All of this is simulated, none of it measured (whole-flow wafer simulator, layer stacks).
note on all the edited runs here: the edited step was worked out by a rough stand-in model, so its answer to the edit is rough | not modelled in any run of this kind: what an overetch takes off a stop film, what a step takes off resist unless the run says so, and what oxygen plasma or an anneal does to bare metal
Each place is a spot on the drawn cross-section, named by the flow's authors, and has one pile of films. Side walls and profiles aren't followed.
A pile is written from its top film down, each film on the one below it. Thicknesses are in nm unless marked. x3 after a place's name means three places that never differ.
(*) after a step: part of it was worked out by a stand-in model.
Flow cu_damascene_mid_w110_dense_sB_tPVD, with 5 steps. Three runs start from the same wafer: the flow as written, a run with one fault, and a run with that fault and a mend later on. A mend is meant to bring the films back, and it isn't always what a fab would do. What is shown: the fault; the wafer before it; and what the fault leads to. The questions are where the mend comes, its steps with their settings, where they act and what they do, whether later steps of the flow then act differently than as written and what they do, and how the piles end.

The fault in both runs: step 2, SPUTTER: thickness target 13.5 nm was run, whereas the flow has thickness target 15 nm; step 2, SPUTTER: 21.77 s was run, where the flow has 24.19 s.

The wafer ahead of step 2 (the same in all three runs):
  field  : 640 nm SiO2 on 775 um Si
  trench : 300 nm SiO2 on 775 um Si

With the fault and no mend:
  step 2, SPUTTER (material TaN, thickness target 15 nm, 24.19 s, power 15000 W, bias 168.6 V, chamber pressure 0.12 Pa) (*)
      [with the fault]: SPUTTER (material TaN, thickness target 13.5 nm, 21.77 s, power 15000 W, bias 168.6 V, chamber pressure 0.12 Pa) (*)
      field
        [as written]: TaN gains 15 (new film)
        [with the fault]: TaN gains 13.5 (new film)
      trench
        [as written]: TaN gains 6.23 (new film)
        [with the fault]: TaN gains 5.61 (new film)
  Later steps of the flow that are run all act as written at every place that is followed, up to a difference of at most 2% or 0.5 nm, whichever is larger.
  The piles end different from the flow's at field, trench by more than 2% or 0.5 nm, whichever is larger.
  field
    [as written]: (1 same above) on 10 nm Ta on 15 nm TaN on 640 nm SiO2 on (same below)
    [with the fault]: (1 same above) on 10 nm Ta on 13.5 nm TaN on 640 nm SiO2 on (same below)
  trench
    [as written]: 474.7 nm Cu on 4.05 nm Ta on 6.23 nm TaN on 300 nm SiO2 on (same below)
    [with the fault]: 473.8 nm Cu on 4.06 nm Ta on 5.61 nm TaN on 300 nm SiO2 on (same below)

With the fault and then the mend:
  The mend follows step 2.
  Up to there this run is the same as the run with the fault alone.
  step 2a, SPUTTER (material TaN, thickness target 1.5 nm, 2.419 s, power 15000 W, bias 168.6 V, chamber pressure 0.12 Pa) (*) (a further turn of the flow's step 2, with different settings)
      field
        TaN gains 1.5
      trench
        TaN gains 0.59
  Later steps of the flow that are run all act as written at every place that is followed, up to a difference of at most 2% or 0.5 nm, whichever is larger.
  When the end is reached, the piles differ only a little from the flow's at the places that both follow, at most by 2% or 0.5 nm, whichever is larger.
